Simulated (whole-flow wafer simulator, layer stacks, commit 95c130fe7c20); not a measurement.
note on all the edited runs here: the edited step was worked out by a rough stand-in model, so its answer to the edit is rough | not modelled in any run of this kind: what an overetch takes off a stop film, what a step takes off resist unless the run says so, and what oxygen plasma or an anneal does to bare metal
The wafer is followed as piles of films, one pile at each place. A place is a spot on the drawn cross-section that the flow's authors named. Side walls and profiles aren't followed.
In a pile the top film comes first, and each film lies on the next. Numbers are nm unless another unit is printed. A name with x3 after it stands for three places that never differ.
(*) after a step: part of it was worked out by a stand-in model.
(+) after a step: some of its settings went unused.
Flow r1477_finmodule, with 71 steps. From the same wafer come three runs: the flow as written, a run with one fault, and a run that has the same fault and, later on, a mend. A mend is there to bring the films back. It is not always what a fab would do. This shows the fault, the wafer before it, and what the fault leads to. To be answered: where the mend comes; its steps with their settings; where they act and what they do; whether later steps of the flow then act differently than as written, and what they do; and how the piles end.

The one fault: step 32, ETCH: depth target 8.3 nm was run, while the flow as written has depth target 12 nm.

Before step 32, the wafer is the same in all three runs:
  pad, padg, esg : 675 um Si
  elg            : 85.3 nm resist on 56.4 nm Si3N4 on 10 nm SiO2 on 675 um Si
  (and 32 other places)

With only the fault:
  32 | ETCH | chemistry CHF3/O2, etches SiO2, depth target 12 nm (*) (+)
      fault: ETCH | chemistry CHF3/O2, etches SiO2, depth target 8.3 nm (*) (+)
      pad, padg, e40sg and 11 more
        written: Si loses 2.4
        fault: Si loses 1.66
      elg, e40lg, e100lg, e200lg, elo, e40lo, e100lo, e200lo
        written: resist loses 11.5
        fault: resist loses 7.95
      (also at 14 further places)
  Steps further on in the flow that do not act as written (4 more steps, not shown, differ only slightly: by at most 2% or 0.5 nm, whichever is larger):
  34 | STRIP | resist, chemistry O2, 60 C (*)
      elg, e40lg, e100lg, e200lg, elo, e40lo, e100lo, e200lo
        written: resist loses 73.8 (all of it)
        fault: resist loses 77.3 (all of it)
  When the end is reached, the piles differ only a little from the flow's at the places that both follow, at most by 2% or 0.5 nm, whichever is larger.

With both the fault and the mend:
  After step 32 comes the mend.
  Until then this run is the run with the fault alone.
  32a | ETCH | chemistry CHF3/O2, etches SiO2, depth target 3.7 nm (*) (the flow's step 32, run once more with other settings)
      pad, padg, e40sg and 11 more
        Si loses 0.74
      elg, e40lg, e100lg, e200lg, elo, e40lo, e100lo, e200lo
        resist loses 3.55
      s40sg_line, s45sg_line, s50sg_line, s40so_line, s45so_line, s50so_line
        SiO2 loses 3.7
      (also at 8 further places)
  None of the later steps of the flow differs from how it acts as written, at any place that is followed, by more than 2% or 0.5 nm, whichever is larger.
  When the end is reached, the piles differ only a little from the flow's at the places that both follow, at most by 2% or 0.5 nm, whichever is larger.
